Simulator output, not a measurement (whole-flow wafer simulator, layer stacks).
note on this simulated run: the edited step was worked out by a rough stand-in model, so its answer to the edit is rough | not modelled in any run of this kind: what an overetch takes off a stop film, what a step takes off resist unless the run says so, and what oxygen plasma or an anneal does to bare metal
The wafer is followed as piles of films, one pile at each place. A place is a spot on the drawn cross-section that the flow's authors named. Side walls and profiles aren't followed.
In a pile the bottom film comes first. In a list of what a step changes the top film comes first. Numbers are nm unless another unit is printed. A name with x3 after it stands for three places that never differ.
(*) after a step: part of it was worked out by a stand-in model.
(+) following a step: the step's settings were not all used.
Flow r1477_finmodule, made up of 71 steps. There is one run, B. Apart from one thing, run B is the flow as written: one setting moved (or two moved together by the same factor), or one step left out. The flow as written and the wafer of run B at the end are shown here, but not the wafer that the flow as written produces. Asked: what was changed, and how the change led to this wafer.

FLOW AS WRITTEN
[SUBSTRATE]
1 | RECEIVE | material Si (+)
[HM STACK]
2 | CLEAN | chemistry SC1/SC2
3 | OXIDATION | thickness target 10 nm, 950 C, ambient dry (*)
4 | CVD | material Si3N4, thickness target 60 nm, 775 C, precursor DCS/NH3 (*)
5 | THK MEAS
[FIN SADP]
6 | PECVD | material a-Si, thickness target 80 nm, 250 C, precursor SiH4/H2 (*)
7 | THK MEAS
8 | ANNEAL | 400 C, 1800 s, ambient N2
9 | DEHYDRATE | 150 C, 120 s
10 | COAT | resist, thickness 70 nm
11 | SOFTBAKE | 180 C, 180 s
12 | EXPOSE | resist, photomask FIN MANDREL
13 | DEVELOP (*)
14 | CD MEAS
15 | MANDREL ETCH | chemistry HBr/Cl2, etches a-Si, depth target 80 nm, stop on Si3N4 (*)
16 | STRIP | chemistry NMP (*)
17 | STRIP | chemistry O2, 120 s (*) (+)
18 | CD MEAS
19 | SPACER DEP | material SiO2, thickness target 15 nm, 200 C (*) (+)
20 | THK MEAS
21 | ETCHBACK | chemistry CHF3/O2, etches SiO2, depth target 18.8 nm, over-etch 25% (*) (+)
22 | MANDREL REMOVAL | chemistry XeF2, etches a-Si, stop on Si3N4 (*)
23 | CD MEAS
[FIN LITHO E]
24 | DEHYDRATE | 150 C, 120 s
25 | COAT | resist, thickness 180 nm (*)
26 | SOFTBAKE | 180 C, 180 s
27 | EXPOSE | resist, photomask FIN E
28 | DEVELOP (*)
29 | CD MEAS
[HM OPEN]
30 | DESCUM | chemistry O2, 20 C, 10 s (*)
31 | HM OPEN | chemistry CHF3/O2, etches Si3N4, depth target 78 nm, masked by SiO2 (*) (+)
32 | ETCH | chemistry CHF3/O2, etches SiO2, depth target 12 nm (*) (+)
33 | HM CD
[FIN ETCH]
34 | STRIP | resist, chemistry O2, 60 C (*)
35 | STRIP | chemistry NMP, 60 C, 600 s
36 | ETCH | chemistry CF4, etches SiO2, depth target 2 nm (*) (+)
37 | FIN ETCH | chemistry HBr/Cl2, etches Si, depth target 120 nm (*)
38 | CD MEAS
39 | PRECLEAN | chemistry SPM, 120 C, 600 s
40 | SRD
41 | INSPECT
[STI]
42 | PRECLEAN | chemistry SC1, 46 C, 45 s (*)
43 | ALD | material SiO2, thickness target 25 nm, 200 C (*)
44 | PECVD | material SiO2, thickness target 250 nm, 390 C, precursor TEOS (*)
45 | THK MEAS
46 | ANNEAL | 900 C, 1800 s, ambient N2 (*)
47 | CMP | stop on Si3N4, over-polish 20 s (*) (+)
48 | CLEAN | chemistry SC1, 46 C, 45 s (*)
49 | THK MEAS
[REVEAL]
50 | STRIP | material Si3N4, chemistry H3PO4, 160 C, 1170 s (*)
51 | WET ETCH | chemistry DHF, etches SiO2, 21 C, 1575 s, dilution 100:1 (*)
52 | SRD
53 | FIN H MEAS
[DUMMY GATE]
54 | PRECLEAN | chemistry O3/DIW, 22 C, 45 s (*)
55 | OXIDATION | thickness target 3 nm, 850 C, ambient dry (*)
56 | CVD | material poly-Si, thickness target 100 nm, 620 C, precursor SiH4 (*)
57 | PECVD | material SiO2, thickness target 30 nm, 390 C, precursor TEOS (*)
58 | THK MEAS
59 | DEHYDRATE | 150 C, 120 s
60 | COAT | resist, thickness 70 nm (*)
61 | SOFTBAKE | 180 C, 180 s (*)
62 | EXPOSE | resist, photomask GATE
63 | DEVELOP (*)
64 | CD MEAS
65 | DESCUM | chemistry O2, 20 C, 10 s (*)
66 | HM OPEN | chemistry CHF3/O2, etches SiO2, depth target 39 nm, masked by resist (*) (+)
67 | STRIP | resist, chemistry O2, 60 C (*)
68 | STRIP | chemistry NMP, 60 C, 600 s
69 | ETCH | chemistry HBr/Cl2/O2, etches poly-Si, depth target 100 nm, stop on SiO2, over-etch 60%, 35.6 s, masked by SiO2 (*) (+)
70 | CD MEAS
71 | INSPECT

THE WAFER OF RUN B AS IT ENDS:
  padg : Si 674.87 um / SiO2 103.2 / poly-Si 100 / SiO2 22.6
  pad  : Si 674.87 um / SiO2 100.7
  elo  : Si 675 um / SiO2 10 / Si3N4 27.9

Cause: step 69, ETCH: depth target 140 nm was run, whereas the flow has depth target 100 nm; step 69, ETCH: 49.8 s was run, where the flow has 35.6 s.

Step by step, how the change led to this:
  69 | ETCH | chemistry HBr/Cl2/O2, etches poly-Si, depth target 100 nm, stop on SiO2, over-etch 60%, 35.6 s, masked by SiO2 (*) (+)
      padg, elg, esg and 15 more: SiO2 loses 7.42 (it would be, as written: SiO2 loses 5.3)
      pad, eso, e40so and 8 more: chemical SiO2 loses 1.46 (all of it), poly-Si loses 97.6 (all of it), SiO2 loses 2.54 (it would be, as written: chemical SiO2 loses 1.46 (all of it), poly-Si loses 97.6 (all of it), SiO2 loses 0.42)
      (also at 7 further places)
